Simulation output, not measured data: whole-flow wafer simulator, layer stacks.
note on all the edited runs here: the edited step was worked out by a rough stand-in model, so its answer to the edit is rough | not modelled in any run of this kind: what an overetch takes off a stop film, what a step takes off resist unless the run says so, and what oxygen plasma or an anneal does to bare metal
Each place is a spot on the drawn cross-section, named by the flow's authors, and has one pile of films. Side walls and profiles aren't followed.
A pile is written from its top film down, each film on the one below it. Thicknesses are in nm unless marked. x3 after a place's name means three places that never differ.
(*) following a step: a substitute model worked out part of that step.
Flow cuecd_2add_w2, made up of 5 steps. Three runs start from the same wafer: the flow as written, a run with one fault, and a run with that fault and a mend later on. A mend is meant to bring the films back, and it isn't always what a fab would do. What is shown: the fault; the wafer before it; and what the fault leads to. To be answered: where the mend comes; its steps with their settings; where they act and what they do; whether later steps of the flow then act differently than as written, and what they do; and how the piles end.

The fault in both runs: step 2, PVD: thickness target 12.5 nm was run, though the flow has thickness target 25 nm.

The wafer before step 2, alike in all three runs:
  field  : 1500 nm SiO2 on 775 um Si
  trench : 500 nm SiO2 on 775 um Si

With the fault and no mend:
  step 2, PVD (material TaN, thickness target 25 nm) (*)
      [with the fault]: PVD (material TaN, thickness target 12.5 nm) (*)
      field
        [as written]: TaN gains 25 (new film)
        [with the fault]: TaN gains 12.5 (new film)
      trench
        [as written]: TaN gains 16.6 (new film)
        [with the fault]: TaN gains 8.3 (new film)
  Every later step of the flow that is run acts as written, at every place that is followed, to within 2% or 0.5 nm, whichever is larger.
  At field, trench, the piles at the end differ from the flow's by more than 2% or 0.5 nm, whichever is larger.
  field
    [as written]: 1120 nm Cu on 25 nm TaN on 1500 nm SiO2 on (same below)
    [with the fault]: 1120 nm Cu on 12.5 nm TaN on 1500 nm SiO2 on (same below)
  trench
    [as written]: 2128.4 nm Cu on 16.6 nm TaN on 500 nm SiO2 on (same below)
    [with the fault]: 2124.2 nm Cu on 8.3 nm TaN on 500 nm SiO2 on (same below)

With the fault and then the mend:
  After step 2 comes the mend.
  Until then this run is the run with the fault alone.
  step 2a, PVD (material TaN, thickness target 12.5 nm) (*) (the flow's step 2 again, with other settings)
      field
        TaN gains 12.5
      trench
        TaN gains 8.26
  Every later step of the flow that is run acts as written at every place that is followed.
  By the end, the piles equal the flow's at every place that both follow.
